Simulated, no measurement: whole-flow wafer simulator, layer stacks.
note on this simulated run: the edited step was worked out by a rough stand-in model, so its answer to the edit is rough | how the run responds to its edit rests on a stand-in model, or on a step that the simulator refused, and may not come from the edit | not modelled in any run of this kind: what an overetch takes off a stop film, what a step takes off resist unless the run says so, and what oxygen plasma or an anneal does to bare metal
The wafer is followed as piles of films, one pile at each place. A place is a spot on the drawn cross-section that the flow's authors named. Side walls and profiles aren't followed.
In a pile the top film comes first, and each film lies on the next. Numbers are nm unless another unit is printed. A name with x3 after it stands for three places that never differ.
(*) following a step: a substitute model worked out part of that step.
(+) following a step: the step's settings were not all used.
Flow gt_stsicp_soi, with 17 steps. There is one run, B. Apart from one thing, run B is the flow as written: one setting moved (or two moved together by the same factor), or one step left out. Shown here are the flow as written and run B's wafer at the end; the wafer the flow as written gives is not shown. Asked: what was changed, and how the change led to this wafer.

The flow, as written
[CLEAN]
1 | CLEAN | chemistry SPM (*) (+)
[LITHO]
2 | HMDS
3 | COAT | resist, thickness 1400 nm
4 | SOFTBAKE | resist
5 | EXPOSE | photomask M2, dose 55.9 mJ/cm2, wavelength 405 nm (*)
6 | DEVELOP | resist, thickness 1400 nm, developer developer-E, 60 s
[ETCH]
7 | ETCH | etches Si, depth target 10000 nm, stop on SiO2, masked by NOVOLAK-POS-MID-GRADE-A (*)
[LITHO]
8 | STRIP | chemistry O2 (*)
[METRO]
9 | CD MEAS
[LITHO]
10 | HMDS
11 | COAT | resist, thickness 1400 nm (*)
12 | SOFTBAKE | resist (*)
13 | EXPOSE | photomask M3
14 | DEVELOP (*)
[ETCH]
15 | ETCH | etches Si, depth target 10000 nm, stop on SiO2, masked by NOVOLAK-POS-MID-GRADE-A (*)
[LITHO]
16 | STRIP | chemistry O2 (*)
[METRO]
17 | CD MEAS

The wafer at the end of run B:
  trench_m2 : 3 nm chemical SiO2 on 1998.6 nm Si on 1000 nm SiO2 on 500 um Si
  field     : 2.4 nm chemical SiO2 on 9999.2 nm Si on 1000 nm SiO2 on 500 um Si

Cause: step 7, ETCH: depth target 8000 nm was run, while the flow as written has depth target 10000 nm.

How this came from the change, step by step:
  7 | ETCH | etches Si, depth target 10000 nm, stop on SiO2, masked by NOVOLAK-POS-MID-GRADE-A (*)
      trench_m2: chemical SiO2 loses 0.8 (all of it), Si loses 8000 (in the flow as written it would be: chemical SiO2 loses 0.8 (all of it), Si loses 9999.9 (all of it))
      field, trench_m3: resist loses 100 (in the flow as written it would be: resist loses 125)
  8 | STRIP | chemistry O2 (*)
      trench_m2: chemical SiO2 gains 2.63 (new film), Si loses 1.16 (in the flow as written it would be: nothing)
  11 | COAT | resist, thickness 1400 nm (*)
      trench_m2: resist gains 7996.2 (new film) (in the flow as written it would be: resist gains 9583.4 (new film))
  12 | SOFTBAKE | resist (*)
      field: resist gains 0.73 (in the flow as written it would be: nothing)
      trench_m2: resist gains 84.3 (in the flow as written it would be: nothing)
      (and at 1 other place as well)
  16 | STRIP | chemistry O2 (*)
      trench_m2: resist loses 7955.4 (all of it), chemical SiO2 gains 0.37, Si loses 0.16 (in the flow as written it would be: resist loses 9458.4 (all of it))
